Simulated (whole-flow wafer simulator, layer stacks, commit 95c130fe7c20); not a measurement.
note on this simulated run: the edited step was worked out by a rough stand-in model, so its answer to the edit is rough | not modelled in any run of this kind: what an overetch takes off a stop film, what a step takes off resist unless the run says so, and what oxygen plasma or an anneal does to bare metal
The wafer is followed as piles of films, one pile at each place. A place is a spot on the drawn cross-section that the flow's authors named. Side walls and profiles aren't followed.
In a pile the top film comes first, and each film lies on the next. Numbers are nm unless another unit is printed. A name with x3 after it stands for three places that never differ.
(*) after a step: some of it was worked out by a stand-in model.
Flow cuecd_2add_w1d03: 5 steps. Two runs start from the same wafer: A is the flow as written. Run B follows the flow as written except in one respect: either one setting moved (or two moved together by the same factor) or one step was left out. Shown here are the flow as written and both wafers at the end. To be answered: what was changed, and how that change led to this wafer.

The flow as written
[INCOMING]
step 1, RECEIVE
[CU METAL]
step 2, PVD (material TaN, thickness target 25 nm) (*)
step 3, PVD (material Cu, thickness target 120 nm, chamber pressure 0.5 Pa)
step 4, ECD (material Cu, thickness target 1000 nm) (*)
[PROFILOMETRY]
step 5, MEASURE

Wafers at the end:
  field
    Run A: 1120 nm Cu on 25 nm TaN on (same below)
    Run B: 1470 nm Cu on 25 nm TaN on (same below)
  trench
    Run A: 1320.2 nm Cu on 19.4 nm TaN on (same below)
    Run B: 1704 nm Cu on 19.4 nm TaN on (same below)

The reason: step 4, ECD: thickness target 1350 nm was run, though the flow has thickness target 1000 nm.

The path from the change to this, step by step:
  step 4, ECD (material Cu, thickness target 1000 nm) (*)
      field: A +1000 Cu | B +1350 Cu
      trench: A +1226.8 Cu | B +1610.5 Cu
